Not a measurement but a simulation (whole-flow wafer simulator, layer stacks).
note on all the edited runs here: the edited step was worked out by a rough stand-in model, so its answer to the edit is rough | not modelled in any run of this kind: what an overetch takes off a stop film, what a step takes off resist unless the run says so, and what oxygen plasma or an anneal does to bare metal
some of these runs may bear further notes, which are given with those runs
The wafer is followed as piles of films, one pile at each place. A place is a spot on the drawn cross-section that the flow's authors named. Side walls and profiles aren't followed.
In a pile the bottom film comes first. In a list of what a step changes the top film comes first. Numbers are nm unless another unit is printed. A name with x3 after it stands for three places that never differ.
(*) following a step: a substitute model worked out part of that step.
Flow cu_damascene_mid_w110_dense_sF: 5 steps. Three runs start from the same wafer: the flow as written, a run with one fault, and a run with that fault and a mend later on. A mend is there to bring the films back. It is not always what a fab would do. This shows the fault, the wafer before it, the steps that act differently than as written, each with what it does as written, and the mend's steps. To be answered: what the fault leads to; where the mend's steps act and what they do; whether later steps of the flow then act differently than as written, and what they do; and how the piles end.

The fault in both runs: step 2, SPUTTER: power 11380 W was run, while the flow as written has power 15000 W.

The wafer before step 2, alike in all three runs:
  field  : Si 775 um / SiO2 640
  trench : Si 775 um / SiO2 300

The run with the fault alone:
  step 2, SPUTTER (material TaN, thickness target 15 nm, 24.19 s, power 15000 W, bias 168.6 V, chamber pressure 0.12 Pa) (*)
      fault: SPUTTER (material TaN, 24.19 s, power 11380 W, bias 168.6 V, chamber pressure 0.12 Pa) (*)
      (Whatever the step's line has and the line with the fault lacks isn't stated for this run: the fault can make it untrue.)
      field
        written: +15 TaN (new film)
        fault: +11.4 TaN (new film)
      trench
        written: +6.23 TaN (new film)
        fault: +4.72 TaN (new film)
  Every later step of the flow that is run acts as written, at every place that is followed, to within 2% or 0.5 nm, whichever is larger.
  The piles end different from the flow's at field, trench by more than 2% or 0.5 nm, whichever is larger.
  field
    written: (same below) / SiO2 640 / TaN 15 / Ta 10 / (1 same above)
    fault: (same below) / SiO2 640 / TaN 11.4 / Ta 10 / (1 same above)
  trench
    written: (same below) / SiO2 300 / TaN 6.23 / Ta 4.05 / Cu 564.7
    fault: (same below) / SiO2 300 / TaN 4.72 / Ta 4.09 / Cu 562.6

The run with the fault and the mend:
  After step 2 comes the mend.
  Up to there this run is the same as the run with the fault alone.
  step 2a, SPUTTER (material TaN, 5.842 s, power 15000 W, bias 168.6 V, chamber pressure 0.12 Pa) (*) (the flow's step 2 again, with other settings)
      field
        +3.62 TaN
      trench
        +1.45 TaN
  Every later step of the flow that is run acts as written, at every place that is followed, to within 2% or 0.5 nm, whichever is larger.
  At the end the piles are close to the flow's at the places that both follow, differing by at most 2% or 0.5 nm, whichever is larger.
